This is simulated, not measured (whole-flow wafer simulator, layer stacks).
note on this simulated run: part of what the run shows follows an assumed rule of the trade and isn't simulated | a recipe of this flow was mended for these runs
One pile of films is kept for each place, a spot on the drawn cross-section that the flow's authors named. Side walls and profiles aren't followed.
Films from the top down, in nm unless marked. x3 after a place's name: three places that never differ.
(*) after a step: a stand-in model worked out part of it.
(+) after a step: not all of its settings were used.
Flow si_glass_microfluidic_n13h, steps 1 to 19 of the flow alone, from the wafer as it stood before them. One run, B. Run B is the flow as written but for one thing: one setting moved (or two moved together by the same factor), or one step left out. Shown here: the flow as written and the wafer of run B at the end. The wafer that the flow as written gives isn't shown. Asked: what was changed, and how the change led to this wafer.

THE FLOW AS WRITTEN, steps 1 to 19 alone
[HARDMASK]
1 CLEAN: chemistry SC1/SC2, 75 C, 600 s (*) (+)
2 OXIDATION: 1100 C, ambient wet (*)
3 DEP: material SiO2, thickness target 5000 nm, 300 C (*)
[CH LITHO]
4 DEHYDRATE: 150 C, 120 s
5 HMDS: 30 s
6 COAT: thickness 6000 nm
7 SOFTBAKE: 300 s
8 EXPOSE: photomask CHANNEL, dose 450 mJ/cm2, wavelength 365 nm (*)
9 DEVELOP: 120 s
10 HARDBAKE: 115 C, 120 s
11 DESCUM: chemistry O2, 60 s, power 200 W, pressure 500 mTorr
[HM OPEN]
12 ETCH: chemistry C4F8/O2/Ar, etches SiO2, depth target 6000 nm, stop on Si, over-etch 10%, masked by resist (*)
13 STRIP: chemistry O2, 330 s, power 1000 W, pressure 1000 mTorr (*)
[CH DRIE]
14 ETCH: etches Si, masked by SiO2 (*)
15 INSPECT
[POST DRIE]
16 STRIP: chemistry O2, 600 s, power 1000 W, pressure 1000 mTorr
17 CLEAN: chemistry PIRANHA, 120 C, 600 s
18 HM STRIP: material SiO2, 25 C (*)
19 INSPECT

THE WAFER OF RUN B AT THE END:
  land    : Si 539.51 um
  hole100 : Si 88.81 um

The cause: step 2, OXIDATION: 1130 C was run, where the flow has 1100 C.

How the change led to this, step by step:
  2 OXIDATION: 1100 C, ambient wet (*)
      land, hole100: SiO2 +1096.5 (new film), chemical SiO2 -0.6 (all of it), Si -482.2 (as written it would be: SiO2 +1000 (new film), chemical SiO2 -0.6 (all of it), Si -439.7)
  12 ETCH: chemistry C4F8/O2/Ar, etches SiO2, depth target 6000 nm, stop on Si, over-etch 10%, masked by resist (*)
      hole100: SiO2 -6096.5 (all of it), Si -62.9 (as written it would be: SiO2 -6000 (all of it), Si -75)
  18 HM STRIP: material SiO2, 25 C (*)
      land: SiO2 -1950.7 (all of it) (as written it would be: SiO2 -1854.4 (all of it))
